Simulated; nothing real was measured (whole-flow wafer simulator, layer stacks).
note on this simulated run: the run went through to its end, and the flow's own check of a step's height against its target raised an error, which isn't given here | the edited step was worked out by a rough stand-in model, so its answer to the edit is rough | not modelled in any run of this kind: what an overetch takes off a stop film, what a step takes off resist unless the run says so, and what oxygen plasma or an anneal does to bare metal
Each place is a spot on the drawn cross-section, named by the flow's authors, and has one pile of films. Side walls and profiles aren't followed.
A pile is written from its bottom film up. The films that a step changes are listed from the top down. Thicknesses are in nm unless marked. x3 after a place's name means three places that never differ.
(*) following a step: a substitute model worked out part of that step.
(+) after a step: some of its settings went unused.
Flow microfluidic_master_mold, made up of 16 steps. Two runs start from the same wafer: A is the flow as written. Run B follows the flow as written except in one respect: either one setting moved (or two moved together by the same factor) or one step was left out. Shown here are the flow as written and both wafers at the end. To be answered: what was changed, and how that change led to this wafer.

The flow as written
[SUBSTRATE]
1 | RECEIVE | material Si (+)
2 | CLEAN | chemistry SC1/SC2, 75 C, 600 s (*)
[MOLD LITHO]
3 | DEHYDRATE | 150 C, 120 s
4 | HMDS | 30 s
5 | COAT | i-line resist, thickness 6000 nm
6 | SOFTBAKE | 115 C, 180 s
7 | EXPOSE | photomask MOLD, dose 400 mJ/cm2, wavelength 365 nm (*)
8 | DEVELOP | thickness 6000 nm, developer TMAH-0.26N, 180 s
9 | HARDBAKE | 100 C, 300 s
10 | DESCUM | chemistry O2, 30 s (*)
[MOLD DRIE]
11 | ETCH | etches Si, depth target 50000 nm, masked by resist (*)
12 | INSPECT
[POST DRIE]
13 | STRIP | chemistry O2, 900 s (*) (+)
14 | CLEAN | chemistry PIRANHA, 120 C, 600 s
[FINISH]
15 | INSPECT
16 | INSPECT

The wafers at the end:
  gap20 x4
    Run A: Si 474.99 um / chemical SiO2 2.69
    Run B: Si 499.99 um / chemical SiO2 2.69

What caused this: step 11, ETCH: depth target 25000 nm was run, though the flow has depth target 50000 nm.

Step by step, how the change led to this:
  11 | ETCH | etches Si, depth target 50000 nm, masked by resist (*)
      gap20 x4: A chemical SiO2 loses 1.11 (all of it), Si loses 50 um | B chemical SiO2 loses 1.11 (all of it), Si loses 25 um
      ridge: A i-line resist loses 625 | B i-line resist loses 312.5
  13 | STRIP | chemistry O2, 900 s (*) (+)
      ridge: A i-line resist loses 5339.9 (all of it), chemical SiO2 gains 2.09, Si loses 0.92 | B i-line resist loses 5652.4 (all of it), chemical SiO2 gains 2.09, Si loses 0.92
